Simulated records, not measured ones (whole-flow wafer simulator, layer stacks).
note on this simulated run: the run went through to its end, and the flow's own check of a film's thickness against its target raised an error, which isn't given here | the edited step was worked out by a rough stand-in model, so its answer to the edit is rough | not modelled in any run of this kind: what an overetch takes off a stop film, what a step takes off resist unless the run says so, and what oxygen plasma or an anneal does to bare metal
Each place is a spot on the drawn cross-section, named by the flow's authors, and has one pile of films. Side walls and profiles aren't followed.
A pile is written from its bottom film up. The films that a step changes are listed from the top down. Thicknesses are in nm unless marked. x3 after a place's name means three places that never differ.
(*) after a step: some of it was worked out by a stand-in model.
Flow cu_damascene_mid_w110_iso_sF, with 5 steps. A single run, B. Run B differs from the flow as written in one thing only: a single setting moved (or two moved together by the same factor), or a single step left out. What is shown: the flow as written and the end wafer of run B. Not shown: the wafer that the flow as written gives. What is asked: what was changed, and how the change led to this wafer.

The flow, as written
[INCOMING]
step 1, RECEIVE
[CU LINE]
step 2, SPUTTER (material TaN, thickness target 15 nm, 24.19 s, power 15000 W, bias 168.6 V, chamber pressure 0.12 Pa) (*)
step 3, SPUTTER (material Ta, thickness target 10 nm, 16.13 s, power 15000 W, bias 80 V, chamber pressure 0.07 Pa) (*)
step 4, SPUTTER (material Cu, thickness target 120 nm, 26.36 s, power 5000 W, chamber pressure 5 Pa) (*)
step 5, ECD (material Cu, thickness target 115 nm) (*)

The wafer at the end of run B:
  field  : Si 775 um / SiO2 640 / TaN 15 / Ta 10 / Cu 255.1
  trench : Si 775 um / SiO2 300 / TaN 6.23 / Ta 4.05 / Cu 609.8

Cause: step 5, ECD: thickness target 135.1 nm was run, though the flow has thickness target 115 nm.

The path from the change to this, step by step:
  step 5, ECD (material Cu, thickness target 115 nm) (*)
      field: +135.1 Cu (it would be, as written: +115 Cu)
      trench: +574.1 Cu (it would be, as written: +554 Cu)
